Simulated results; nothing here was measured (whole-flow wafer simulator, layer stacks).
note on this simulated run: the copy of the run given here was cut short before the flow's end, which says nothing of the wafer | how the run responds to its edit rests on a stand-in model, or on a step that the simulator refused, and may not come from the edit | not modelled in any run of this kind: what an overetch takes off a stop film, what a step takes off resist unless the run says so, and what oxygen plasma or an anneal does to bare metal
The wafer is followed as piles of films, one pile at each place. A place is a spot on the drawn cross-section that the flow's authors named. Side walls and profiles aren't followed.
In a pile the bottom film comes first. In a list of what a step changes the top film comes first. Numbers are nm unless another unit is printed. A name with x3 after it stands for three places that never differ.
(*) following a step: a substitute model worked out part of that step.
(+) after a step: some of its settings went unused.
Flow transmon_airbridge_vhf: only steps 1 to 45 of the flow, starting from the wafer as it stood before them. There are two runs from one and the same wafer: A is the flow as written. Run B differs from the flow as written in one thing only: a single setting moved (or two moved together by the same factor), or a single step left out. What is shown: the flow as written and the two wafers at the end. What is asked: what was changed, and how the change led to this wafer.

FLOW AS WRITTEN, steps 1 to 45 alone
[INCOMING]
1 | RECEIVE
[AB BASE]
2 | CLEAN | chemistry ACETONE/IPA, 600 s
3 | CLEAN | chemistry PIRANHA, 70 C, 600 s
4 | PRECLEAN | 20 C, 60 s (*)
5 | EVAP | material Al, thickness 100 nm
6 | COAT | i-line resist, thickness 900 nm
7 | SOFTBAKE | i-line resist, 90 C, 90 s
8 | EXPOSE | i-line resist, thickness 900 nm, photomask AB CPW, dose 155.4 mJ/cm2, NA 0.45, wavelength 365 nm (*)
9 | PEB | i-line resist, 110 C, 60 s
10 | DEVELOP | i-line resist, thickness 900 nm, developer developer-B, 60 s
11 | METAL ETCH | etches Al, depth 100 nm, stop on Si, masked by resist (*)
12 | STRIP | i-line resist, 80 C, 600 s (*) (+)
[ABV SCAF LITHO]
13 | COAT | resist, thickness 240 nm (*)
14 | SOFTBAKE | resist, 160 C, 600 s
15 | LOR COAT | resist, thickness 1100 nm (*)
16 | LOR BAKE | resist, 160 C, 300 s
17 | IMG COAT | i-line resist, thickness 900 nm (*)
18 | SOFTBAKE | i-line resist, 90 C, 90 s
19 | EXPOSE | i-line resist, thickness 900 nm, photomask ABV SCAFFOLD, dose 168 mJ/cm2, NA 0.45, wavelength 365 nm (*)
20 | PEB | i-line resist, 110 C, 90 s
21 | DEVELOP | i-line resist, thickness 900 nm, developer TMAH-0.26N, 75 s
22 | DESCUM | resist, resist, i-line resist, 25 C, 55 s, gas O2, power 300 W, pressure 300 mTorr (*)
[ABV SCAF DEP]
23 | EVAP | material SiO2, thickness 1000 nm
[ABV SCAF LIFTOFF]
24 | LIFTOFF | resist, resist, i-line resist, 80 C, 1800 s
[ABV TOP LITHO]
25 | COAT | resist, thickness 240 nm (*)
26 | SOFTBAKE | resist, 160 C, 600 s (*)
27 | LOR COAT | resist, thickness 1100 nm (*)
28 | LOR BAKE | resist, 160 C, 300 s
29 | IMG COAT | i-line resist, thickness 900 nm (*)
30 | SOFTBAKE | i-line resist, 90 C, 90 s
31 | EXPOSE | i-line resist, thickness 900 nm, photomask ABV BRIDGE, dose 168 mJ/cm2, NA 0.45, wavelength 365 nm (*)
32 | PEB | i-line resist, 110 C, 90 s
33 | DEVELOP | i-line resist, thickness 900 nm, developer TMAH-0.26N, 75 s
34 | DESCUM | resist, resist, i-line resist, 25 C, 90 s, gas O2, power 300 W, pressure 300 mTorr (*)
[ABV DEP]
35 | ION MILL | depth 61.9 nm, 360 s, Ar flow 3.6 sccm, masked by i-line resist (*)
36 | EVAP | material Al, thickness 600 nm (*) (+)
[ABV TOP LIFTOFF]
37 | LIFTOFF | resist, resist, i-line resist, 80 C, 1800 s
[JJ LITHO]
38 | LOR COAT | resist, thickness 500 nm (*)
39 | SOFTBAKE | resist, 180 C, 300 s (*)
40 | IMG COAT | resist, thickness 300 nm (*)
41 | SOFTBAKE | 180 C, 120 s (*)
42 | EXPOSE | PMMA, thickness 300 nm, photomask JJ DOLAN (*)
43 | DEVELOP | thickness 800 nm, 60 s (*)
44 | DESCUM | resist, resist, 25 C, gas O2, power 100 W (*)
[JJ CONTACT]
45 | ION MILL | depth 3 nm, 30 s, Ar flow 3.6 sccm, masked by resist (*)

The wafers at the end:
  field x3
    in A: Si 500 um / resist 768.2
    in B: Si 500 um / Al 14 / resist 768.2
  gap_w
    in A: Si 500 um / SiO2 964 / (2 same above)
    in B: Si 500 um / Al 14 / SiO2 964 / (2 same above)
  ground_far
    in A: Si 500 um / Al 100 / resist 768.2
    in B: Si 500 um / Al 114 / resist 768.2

The reason: step 5, EVAP: thickness 114 nm was run, though the flow has thickness 100 nm.
The wafer lets one read it off: ground_far has Al 114, and step 5 as written asks for 100 nm.

How this came from the change, step by step:
  5 | EVAP | material Al, thickness 100 nm
      field x3, jj_line, ground_far and 12 more: A +100 Al (new film) | B +114 Al (new film)
  11 | METAL ETCH | etches Al, depth 100 nm, stop on Si, masked by resist (*)
      field x3, jj_line, gap_w, gap_e: A -100 Al (all of it) | B -100 Al
  45 | ION MILL | depth 3 nm, 30 s, Ar flow 3.6 sccm, masked by resist (*)
      jj_line: A -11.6 Si | B -14 Al (all of it), -3.74 Si
Taking metal films that touch as one body, field x3 has 1 body; the flow as written gives 0 bodies.
Taking metal films that touch as one body, gap_w has 2 bodies (between them, from the top down: SiO2 964); the flow as written gives 1 body.
